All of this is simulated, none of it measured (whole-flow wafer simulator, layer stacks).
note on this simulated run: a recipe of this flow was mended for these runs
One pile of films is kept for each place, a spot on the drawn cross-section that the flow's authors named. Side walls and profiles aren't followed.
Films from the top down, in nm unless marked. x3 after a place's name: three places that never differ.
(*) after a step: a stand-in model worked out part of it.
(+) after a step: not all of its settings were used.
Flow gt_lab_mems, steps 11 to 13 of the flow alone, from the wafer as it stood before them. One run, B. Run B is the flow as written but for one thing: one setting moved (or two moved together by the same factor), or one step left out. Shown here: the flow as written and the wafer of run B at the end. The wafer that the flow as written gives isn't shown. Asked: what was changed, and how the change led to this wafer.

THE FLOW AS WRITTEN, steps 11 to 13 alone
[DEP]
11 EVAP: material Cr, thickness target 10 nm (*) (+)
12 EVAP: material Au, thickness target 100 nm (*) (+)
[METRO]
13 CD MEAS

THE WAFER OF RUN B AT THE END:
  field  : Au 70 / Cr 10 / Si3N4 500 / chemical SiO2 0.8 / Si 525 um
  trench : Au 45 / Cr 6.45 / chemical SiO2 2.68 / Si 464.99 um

The cause: step 12, EVAP: thickness target 70 nm was run, where the flow has thickness target 100 nm.
It can be read off the wafer: field has Au 70, and step 12 as written asks for 100 nm.

How the change led to this, step by step:
  12 EVAP: material Au, thickness target 100 nm (*) (+)
      field: Au +70 (new film) (as written it would be: Au +100 (new film))
      trench: Au +45 (new film) (as written it would be: Au +64.1 (new film))
